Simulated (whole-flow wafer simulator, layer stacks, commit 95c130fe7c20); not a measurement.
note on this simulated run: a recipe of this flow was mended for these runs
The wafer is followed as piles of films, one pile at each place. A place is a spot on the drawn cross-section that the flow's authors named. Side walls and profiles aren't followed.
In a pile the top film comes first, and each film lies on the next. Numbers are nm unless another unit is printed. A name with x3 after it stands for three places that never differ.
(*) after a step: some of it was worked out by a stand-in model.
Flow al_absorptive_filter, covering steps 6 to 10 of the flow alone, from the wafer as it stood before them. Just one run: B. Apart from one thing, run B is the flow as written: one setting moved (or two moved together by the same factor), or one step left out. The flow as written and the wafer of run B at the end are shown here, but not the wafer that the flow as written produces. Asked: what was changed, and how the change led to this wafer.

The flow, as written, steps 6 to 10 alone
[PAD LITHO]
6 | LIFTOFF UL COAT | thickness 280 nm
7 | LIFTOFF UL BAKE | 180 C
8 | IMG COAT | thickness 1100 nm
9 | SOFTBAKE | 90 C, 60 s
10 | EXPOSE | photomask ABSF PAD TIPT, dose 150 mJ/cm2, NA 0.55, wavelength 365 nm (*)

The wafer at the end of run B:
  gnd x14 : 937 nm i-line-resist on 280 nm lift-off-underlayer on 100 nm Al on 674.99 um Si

The reason: step 8, IMG COAT: thickness 937 nm was run, though the flow has thickness 1100 nm.
One can read it off the wafer: gnd x14 has i-line-resist 937, and step 8 as written asks for 1100 nm.

Step by step, how the change led to this:
  8 | IMG COAT | thickness 1100 nm
      gnd x14: i-line-resist gains 937 (new film) (as written it would have been: i-line-resist gains 1100 (new film))
